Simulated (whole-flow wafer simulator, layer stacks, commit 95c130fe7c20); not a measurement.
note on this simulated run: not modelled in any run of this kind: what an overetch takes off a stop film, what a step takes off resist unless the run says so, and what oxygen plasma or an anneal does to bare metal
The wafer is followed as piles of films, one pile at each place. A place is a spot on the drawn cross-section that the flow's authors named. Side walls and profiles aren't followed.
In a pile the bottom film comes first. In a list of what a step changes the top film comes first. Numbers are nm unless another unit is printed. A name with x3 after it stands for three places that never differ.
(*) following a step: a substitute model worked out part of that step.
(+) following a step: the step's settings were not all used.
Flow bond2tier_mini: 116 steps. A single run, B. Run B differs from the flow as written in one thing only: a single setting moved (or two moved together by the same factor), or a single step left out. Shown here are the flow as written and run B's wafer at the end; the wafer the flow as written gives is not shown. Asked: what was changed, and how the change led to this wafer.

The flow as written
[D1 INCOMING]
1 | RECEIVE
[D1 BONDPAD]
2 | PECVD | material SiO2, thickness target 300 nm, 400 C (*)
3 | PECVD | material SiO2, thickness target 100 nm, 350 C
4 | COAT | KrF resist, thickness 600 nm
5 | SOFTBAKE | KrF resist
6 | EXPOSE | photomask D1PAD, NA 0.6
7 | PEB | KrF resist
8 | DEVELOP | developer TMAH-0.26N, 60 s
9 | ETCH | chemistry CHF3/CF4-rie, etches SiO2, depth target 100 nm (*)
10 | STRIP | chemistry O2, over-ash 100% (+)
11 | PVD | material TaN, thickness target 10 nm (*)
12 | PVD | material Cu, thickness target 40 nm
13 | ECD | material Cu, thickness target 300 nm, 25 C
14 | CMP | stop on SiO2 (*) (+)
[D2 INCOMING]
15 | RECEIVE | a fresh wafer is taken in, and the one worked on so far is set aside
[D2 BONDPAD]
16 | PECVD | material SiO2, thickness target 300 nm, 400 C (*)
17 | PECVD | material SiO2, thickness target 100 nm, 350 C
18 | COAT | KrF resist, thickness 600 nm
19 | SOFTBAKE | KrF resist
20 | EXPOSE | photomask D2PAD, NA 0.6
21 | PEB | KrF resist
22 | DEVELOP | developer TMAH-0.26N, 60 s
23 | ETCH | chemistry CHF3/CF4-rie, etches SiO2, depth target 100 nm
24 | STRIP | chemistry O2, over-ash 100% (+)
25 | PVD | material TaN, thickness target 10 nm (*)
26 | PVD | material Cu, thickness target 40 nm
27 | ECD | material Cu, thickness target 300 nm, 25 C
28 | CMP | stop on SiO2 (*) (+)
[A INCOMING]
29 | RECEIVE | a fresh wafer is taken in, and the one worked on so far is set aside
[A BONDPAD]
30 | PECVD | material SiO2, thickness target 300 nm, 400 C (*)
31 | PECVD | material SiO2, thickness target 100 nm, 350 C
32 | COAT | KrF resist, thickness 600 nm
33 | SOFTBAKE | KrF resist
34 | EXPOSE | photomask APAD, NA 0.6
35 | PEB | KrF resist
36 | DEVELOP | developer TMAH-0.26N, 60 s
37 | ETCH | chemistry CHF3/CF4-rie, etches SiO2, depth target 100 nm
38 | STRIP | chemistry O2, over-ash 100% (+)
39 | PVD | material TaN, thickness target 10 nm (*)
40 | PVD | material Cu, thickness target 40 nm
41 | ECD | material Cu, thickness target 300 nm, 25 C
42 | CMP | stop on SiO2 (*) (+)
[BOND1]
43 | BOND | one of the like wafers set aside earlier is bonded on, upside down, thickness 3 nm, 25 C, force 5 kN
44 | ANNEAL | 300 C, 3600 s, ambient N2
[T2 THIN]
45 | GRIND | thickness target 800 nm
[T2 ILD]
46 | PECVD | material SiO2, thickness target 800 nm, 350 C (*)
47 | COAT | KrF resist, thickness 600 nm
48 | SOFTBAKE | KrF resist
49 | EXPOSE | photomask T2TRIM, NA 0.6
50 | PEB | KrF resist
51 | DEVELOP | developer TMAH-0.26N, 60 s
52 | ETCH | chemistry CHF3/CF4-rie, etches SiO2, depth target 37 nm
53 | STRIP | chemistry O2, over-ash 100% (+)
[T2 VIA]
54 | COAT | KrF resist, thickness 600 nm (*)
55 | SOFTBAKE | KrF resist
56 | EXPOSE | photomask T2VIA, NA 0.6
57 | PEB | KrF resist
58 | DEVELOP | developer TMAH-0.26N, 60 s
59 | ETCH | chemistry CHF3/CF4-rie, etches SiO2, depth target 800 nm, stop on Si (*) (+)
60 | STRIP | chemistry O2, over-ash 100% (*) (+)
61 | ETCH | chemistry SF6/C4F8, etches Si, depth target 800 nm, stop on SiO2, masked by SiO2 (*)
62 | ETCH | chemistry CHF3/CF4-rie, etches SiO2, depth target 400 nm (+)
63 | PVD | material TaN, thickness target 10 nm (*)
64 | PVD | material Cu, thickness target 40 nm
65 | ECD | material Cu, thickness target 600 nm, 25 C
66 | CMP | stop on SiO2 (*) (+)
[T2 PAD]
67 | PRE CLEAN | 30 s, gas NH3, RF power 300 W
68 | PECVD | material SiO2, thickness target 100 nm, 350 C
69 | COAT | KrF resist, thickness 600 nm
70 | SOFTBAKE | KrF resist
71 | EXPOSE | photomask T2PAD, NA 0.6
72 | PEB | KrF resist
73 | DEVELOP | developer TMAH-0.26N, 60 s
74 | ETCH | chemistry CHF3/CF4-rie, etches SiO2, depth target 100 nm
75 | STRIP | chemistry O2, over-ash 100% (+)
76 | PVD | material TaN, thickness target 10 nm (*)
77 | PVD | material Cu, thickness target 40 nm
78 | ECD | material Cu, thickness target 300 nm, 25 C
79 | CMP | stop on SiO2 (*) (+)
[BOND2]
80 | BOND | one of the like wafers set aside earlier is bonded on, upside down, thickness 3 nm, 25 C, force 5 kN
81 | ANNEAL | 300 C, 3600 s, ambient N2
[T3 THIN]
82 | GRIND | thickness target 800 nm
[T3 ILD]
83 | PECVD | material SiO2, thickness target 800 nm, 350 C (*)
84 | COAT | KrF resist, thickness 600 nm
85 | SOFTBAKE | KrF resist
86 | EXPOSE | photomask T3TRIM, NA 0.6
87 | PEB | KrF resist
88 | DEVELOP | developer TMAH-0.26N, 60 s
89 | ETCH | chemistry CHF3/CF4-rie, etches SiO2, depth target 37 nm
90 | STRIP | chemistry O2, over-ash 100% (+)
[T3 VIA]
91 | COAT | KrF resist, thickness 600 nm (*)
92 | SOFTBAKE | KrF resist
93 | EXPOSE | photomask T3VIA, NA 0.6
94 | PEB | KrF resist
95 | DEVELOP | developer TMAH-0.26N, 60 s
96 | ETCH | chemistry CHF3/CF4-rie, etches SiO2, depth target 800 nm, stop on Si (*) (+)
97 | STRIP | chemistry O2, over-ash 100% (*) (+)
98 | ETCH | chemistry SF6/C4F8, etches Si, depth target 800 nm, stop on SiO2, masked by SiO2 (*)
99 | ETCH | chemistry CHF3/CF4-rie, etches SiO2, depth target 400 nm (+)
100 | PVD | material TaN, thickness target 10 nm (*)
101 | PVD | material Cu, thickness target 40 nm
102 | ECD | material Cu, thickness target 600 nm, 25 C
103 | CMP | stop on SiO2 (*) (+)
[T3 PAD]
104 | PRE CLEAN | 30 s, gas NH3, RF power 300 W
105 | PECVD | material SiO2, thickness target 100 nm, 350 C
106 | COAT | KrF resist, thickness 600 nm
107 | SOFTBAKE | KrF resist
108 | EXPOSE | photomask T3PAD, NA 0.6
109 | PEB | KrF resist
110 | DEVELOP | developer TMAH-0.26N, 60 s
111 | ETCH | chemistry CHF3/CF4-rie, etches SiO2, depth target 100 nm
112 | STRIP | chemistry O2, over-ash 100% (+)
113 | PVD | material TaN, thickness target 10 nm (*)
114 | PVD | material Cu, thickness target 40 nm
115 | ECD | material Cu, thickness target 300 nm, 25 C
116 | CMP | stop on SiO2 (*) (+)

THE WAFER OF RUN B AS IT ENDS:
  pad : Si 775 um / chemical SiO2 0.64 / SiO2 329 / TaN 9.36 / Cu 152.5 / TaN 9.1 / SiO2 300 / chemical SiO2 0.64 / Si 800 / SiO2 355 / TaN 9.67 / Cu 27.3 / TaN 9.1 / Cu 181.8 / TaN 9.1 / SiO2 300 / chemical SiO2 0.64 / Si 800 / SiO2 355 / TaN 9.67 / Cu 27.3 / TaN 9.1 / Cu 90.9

The reason: step 37, ETCH: depth target 71 nm was run, while the flow as written has depth target 100 nm.

The path from the change to this, step by step:
  37 | ETCH | chemistry CHF3/CF4-rie, etches SiO2, depth target 100 nm
      pad, via: -71 SiO2 (as written it would have been: -100 SiO2)
      field: -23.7 KrF resist (as written it would have been: -33.3 KrF resist)
  40 | PVD | material Cu, thickness target 40 nm
      pad: +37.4 Cu (new film) (as written it would have been: +36.4 Cu (new film))
  41 | ECD | material Cu, thickness target 300 nm, 25 C
      pad: +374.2 Cu (as written it would have been: +404.5 Cu)
      via: +371.1 Cu (as written it would have been: +400.2 Cu)
